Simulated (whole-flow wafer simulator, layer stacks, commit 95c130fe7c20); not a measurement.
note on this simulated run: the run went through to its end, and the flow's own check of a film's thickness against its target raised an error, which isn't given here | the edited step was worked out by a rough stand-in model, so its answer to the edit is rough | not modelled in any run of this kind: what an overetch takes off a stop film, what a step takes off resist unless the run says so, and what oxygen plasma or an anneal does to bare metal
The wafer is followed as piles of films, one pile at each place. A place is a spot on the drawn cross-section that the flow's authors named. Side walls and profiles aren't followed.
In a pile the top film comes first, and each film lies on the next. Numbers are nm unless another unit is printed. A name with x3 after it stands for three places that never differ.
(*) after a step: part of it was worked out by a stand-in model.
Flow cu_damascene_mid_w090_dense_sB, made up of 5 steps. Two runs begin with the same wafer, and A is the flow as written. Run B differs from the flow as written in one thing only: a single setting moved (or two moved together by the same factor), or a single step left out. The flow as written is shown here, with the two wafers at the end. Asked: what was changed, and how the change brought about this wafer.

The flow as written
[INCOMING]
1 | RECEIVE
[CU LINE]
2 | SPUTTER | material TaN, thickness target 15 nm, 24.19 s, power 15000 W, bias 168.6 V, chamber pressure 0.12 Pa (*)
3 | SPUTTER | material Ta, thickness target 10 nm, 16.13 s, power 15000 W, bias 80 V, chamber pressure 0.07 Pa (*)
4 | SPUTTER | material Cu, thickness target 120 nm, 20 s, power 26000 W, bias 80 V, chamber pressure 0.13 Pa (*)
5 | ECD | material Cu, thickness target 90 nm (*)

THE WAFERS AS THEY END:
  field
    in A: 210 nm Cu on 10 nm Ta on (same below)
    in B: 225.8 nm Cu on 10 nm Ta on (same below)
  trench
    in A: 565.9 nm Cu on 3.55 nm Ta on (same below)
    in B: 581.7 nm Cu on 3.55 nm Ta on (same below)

The reason: step 5, ECD: thickness target 105.8 nm was run, while the flow as written has thickness target 90 nm.

The path from the change to this, step by step:
  5 | ECD | material Cu, thickness target 90 nm (*)
      field: A Cu gains 90 | B Cu gains 105.8
      trench: A Cu gains 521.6 | B Cu gains 537.4
